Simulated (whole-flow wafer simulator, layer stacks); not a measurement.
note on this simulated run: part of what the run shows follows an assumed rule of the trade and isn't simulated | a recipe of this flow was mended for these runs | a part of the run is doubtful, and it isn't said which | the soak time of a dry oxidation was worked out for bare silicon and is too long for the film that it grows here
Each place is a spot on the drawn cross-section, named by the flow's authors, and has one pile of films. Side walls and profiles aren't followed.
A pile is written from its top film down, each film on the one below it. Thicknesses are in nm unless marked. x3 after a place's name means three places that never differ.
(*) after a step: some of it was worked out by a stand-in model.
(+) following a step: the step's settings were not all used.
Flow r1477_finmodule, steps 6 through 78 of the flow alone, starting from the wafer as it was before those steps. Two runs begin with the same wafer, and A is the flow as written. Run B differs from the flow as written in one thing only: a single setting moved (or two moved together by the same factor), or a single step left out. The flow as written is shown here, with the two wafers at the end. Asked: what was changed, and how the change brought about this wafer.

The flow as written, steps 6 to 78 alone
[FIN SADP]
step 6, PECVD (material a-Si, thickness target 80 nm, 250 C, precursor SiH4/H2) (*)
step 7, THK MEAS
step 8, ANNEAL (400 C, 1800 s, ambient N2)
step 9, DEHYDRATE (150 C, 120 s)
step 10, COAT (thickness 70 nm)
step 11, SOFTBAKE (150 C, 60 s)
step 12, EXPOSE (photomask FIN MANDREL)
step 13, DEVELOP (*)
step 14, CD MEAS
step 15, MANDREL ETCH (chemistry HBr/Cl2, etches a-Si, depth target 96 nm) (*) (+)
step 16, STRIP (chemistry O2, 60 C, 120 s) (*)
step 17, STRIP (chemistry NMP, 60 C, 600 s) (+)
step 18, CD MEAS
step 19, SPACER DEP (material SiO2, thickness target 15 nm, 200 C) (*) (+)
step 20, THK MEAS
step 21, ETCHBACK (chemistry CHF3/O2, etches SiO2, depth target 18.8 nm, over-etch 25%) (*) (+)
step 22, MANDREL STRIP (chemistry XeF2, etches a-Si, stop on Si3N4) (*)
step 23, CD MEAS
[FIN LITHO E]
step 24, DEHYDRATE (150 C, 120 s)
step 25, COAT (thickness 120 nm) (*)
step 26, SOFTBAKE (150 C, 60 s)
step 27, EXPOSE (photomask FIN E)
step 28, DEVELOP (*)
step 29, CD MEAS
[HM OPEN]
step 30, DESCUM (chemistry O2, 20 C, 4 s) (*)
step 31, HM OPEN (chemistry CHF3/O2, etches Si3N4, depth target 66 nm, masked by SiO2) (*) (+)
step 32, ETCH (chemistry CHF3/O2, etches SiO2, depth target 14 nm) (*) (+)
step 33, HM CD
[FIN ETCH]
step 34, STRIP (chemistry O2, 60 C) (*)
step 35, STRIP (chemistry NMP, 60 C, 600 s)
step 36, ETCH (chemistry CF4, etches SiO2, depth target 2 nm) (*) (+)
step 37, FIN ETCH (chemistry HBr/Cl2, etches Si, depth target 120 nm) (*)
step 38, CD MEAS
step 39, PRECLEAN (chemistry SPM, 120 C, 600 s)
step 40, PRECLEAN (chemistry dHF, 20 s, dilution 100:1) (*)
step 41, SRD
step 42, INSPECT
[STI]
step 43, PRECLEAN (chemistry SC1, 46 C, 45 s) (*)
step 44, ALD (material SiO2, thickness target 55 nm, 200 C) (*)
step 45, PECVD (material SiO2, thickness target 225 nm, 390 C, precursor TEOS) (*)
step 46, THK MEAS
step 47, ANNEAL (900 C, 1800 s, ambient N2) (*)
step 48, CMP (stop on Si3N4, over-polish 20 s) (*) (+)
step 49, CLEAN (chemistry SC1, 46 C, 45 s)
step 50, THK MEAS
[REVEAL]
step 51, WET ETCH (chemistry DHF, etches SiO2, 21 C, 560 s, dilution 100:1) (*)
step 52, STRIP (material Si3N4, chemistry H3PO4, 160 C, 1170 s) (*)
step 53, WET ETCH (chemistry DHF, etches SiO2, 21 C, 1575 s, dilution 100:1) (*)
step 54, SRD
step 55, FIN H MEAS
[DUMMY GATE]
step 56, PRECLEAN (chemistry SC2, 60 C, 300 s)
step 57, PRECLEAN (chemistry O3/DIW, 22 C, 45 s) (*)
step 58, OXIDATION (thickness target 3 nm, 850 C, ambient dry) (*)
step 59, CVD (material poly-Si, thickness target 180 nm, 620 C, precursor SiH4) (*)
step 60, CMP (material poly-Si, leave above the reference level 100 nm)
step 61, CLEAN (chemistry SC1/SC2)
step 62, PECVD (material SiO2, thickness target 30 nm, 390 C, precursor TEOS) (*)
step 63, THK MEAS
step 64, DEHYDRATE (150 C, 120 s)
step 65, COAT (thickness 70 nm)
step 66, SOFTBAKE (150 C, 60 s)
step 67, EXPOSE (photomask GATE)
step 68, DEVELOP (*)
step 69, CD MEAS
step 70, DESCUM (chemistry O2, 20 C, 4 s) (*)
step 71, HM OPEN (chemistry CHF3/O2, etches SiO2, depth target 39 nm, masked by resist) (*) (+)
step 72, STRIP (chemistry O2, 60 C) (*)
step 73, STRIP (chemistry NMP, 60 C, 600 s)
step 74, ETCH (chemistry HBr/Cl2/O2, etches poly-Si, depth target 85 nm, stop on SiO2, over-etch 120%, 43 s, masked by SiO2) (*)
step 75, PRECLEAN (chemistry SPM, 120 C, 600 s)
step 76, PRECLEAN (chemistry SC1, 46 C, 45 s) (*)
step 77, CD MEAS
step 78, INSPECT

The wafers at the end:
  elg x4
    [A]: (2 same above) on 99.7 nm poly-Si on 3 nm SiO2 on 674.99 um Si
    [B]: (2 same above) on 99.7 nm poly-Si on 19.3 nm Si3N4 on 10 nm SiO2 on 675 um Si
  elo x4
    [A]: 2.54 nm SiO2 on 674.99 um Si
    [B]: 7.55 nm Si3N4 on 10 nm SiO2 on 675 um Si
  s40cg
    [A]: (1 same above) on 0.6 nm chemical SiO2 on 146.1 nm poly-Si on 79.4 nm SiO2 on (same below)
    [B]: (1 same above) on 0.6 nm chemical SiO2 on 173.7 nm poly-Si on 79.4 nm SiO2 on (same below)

The reason: step 21, ETCHBACK: depth target 30.1 nm was run, though the flow has depth target 18.8 nm.

Step by step, how the change led to this:
  step 21, ETCHBACK (chemistry CHF3/O2, etches SiO2, depth target 18.8 nm, over-etch 25%) (*) (+)
      pad, padg, elg x4 and 18 more: A -15 SiO2 (all of it), -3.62 Si3N4 | B -15 SiO2 (all of it), -14.3 Si3N4
      s40cg, s45cg, s50cg, s40co, s45co, s50co: A -15 SiO2 (all of it), -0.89 chemical SiO2 (all of it), -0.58 a-Si | B -15 SiO2 (all of it), -0.89 chemical SiO2 (all of it), -2.82 a-Si
  step 22, MANDREL STRIP (chemistry XeF2, etches a-Si, stop on Si3N4) (*)
      s40cg, s45cg, s50cg, s40co, s45co, s50co: A -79 a-Si (all of it) | B -76.8 a-Si (all of it)
  step 25, COAT (thickness 120 nm) (*)
      s40cg, s40co: A +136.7 e-beam-resist (new film) | B +129.5 e-beam-resist (new film)
      s40sg, s40so: A +142.6 e-beam-resist (new film) | B +146 e-beam-resist (new film)
      (also at 14 further places)
  step 28, DEVELOP (*)
      s40cg, s40co: A -136.7 e-beam-resist (all of it) | B -129.5 e-beam-resist (all of it)
      s40sg, s40so: A -142.6 e-beam-resist (all of it) | B -146 e-beam-resist (all of it)
      (also at 14 further places)
  step 31, HM OPEN (chemistry CHF3/O2, etches Si3N4, depth target 66 nm, masked by SiO2) (*) (+)
      pad, padg, esg and 13 more: A -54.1 Si3N4 (all of it), -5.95 SiO2 | B -43.4 Si3N4 (all of it), -10 SiO2 (all of it), -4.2 Si
  step 32, ETCH (chemistry CHF3/O2, etches SiO2, depth target 14 nm) (*) (+)
      e100sg, s40sg, e100so, s40so: A -4.05 SiO2 (all of it), -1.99 Si | B -2.51 Si
      pad, padg: A -4.05 SiO2 (all of it), -1.99 Si | B -2.8 Si
      (also at 10 further places)
  step 44, ALD (material SiO2, thickness target 55 nm, 200 C) (*)
      s40cg, s45cg, s50cg, s40co, s45co, s50co: A +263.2 SiO2 (new film) | B +252 SiO2 (new film)
      s45sg, s50sg, s45so, s50so: A +263.8 SiO2 (new film) | B +257.2 SiO2 (new film)
      (also at 10 further places)
  step 48, CMP (stop on Si3N4, over-polish 20 s) (*) (+)
      elg x4, esg, e40sg and 10 more: A -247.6 SiO2 | B -236.9 SiO2
      s40cg, s40sg, s45cg and 9 more: A -288.1 SiO2 | B -276.9 SiO2
      (also at 8 further places)
  step 51, WET ETCH (chemistry DHF, etches SiO2, 21 C, 560 s, dilution 100:1) (*)
      elg x4, elo x4: A -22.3 SiO2 (all of it), -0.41 Si3N4 | B -28.1 SiO2
  step 52, STRIP (material Si3N4, chemistry H3PO4, 160 C, 1170 s) (*)
      elg x4, elo x4: A -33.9 Si3N4 (all of it), -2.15 SiO2 | B -4.28 SiO2
  step 53, WET ETCH (chemistry DHF, etches SiO2, 21 C, 1575 s, dilution 100:1) (*)
      elg x4, elo x4: A -7.85 SiO2 (all of it) | B -0.58 SiO2 (all of it), -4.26 Si3N4
  step 57, PRECLEAN (chemistry O3/DIW, 22 C, 45 s) (*)
      elg x4, elo x4: A +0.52 chemical SiO2, -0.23 Si | B nothing
  step 58, OXIDATION (thickness target 3 nm, 850 C, ambient dry) (*)
      elg x4, elo x4: A +3 SiO2 (new film), -0.85 chemical SiO2 (all of it), -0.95 Si | B nothing
  step 59, CVD (material poly-Si, thickness target 180 nm, 620 C, precursor SiH4) (*)
      esg, e40sg, e100sg, eso, e40so, e100so: A +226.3 poly-Si (new film) | B +254 poly-Si (new film)
      e200sg, e200so: A +219.2 poly-Si (new film) | B +254 poly-Si (new film)
  step 60, CMP (material poly-Si, leave above the reference level 100 nm)
      pad, padg: A -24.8 poly-Si | B nothing
      s40cg, s40sg, s40sg_line and 15 more: A -80 poly-Si | B -52.3 poly-Si
      (also at 2 further places)
  step 74, ETCH (chemistry HBr/Cl2/O2, etches poly-Si, depth target 85 nm, stop on SiO2, over-etch 120%, 43 s, masked by SiO2) (*)
      elo x4: A -1.12 chemical SiO2 (all of it), -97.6 poly-Si (all of it), -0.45 SiO2 | B -1.12 chemical SiO2 (all of it), -97.6 poly-Si (all of it), -11.8 Si3N4
      e40so, s45so: A -1.12 chemical SiO2 (all of it), -143.9 poly-Si (all of it), -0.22 SiO2 | B -1.12 chemical SiO2 (all of it), -171.5 poly-Si (all of it)
      (also at 12 further places)
